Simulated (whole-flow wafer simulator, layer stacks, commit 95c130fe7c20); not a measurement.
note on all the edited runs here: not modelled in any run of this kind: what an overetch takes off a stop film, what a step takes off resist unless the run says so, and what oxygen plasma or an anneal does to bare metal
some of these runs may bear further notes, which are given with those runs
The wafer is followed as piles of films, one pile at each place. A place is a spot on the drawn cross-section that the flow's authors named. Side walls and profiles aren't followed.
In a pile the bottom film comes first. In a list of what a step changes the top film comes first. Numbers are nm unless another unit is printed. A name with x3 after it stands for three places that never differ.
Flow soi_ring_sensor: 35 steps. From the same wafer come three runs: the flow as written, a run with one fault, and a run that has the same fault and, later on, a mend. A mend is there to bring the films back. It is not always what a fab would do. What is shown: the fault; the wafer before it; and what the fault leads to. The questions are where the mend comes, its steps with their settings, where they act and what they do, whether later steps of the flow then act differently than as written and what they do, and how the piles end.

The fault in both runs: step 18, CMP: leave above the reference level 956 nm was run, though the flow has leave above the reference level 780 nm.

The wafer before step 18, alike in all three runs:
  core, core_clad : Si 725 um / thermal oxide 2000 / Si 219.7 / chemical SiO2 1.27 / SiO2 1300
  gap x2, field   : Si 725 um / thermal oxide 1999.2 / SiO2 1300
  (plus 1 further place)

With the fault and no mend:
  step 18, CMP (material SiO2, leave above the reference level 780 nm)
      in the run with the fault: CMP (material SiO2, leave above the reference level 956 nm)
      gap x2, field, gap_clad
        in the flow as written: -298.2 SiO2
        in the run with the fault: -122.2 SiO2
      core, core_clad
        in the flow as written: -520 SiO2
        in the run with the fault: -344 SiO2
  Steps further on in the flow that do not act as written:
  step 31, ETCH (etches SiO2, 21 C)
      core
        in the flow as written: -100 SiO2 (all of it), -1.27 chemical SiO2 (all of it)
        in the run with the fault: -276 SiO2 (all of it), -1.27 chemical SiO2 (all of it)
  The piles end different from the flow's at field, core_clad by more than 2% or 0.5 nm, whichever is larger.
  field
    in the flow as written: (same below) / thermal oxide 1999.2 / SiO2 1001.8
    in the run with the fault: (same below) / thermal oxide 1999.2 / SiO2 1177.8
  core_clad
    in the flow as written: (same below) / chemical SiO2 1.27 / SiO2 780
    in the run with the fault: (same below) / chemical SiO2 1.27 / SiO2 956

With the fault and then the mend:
  After step 19 comes the mend.
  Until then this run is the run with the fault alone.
  step 19a, CMP (material SiO2, leave above the reference level 780 nm) (the flow's step 18 again)
      core, gap x2, field, core_clad, gap_clad
        -176 SiO2
  Every later step of the flow that is run acts as written at every place that is followed.
  At every place that both follow, the piles at the end match the flow's.
